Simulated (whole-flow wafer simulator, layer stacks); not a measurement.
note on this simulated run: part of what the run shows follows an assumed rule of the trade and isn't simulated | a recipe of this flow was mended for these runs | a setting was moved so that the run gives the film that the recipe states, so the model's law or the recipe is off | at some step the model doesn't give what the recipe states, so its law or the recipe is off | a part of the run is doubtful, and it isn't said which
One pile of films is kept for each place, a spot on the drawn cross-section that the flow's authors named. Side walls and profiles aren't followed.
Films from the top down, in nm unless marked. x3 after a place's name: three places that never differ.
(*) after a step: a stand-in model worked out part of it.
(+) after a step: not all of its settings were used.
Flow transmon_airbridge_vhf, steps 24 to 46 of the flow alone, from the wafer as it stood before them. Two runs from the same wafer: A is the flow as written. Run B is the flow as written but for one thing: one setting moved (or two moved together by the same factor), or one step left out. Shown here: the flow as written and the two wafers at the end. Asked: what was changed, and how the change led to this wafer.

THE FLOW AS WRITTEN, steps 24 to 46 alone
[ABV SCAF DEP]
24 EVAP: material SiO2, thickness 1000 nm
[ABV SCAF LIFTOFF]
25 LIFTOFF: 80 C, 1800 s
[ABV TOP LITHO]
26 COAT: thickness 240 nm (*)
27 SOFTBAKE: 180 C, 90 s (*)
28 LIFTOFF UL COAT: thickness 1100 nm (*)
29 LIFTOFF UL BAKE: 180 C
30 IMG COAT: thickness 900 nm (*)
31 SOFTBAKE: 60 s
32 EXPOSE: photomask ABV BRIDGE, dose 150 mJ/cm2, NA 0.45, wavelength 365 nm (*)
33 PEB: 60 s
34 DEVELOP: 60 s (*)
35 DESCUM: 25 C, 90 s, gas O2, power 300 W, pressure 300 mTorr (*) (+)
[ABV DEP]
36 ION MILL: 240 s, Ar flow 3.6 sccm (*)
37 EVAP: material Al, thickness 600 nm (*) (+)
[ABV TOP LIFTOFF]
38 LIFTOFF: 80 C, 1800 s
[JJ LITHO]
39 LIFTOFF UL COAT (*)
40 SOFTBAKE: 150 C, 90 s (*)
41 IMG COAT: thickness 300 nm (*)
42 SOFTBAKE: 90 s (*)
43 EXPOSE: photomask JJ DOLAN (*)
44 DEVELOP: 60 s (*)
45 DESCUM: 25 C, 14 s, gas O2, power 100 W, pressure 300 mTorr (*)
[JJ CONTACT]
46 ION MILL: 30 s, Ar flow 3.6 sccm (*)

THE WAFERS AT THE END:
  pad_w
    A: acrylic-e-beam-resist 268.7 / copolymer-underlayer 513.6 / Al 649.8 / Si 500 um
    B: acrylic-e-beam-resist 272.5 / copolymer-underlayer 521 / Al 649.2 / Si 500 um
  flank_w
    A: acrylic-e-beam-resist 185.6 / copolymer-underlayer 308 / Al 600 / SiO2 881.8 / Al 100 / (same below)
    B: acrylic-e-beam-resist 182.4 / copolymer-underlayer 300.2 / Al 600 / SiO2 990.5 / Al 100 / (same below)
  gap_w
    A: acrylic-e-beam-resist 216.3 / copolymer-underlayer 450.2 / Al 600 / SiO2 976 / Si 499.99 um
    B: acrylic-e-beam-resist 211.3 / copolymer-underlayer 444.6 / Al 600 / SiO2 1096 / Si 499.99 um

The cause: step 24, EVAP: thickness 1120 nm was run, where the flow has thickness 1000 nm.

How the change led to this, step by step:
  24 EVAP: material SiO2, thickness 1000 nm
      field x3, jj_line, ground_far and 10 more: A SiO2 +1000 (new film) | B SiO2 +1120 (new film)
      flank_w, flank_e: A SiO2 +905.8 (new film) | B SiO2 +1014.5 (new film)
  25 LIFTOFF: 80 C, 1800 s
      field x3, jj_line, trace_open_s x2: A SiO2 -1000 (all of it), i-line-resist -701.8 (all of it), lift-off-underlayer -1100 (all of it), acrylic-e-beam-resist -240 (all of it) | B SiO2 -1120 (all of it), i-line-resist -701.8 (all of it), lift-off-underlayer -1100 (all of it), acrylic-e-beam-resist -240 (all of it)
      pad_w, pad_e: A SiO2 -1000 (all of it), i-line-resist -696.3 (all of it), lift-off-underlayer -1089.9 (all of it), acrylic-e-beam-resist -239.3 (all of it) | B SiO2 -1120 (all of it), i-line-resist -696.3 (all of it), lift-off-underlayer -1089.9 (all of it), acrylic-e-beam-resist -239.3 (all of it)
      (and at 1 more place)
  26 COAT: thickness 240 nm (*)
      flank_w, flank_e: A acrylic-e-beam-resist +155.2 (new film) | B acrylic-e-beam-resist +151.8 (new film)
      gap_w, gap_e: A acrylic-e-beam-resist +211.2 (new film) | B acrylic-e-beam-resist +205.9 (new film)
      (and at 5 more places)
  28 LIFTOFF UL COAT: thickness 1100 nm (*)
      margin_s, margin_n: A lift-off-underlayer +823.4 (new film) | B lift-off-underlayer +796.1 (new film)
      flank_w: A lift-off-underlayer +832.3 (new film) | B lift-off-underlayer +805.5 (new film)
      (and at 2 more places)
  30 IMG COAT: thickness 900 nm (*)
      gap_w, gap_e: A i-line-resist +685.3 (new film) | B i-line-resist +656.5 (new film)
      margin_s, margin_n: A i-line-resist +603.2 (new film) | B i-line-resist +565.1 (new film)
      (and at 4 more places)
  33 PEB: 60 s
      flank_w, flank_e: A i-line-resist -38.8 | B i-line-resist -37.5
      gap_w, gap_e: A i-line-resist -35 | B i-line-resist -33.5
      (and at 4 more places)
  34 DEVELOP: 60 s (*)
      gap_w, gap_e: A i-line-resist -650.2 (all of it), lift-off-underlayer -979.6 (all of it) | B i-line-resist -622.9 (all of it), lift-off-underlayer -963.2 (all of it)
      flank_w: A i-line-resist -716.4 (all of it), lift-off-underlayer -832.3 (all of it) | B i-line-resist -694.2 (all of it), lift-off-underlayer -805.5 (all of it)
      (and at 3 more places)
  35 DESCUM: 25 C, 90 s, gas O2, power 300 W, pressure 300 mTorr (*) (+)
      flank_w, flank_e: A acrylic-e-beam-resist -155.2 (all of it) | B acrylic-e-beam-resist -151.8 (all of it)
      gap_w, gap_e: A acrylic-e-beam-resist -211.2 (all of it) | B acrylic-e-beam-resist -205.9 (all of it)
      (and at 3 more places)
  38 LIFTOFF: 80 C, 1800 s
      margin_s, margin_n: A Al -600 (all of it), i-line-resist -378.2 (all of it), lift-off-underlayer -823.4 (all of it), acrylic-e-beam-resist -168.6 (all of it) | B Al -600 (all of it), i-line-resist -339.4 (all of it), lift-off-underlayer -796.1 (all of it), acrylic-e-beam-resist -161.8 (all of it)
  39 LIFTOFF UL COAT (*)
      flank_w, flank_e: A copolymer-underlayer +308 (new film) | B copolymer-underlayer +300.2 (new film)
  41 IMG COAT: thickness 300 nm (*)
      gap_w, gap_e: A acrylic-e-beam-resist +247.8 (new film) | B acrylic-e-beam-resist +242.8 (new film)
      margin_s, margin_n: A acrylic-e-beam-resist +249.2 (new film) | B acrylic-e-beam-resist +241.7 (new film)
      (and at 1 more place)
